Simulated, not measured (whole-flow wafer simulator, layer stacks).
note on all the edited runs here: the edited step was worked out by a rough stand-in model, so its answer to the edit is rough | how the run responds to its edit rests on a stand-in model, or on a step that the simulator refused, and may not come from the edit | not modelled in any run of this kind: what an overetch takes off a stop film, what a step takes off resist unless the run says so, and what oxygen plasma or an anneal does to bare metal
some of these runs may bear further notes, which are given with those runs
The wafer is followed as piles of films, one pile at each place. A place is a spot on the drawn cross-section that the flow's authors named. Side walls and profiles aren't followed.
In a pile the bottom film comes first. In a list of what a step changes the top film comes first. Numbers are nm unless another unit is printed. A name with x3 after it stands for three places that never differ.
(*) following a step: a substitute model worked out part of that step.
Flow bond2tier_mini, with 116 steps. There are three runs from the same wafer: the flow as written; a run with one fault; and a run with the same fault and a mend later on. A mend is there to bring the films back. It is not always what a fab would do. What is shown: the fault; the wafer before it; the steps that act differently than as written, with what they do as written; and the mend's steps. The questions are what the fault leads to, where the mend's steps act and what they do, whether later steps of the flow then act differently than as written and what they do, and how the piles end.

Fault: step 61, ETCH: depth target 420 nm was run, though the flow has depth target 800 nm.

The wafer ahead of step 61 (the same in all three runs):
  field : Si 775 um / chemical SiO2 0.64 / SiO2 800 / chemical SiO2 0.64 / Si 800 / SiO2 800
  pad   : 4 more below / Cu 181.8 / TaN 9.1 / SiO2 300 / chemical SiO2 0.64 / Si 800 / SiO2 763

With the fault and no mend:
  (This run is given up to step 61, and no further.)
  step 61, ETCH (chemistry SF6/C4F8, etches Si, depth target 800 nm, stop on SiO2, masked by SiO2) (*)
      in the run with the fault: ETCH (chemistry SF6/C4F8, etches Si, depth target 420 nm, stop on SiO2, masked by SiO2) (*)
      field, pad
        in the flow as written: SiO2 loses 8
        in the run with the fault: SiO2 loses 4.2
  After step 61 the piles are close to the flow's at the places that both follow, differing by at most 2% or 0.5 nm, whichever is larger.

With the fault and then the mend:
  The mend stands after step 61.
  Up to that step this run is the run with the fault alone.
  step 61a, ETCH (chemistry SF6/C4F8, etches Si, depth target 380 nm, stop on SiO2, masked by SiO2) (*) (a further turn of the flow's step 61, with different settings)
      field, pad
        SiO2 loses 3.8
  None of the later steps of the flow acts differently than as written at any place that is followed.
  The piles end the same as the flow's at every place that both follow.
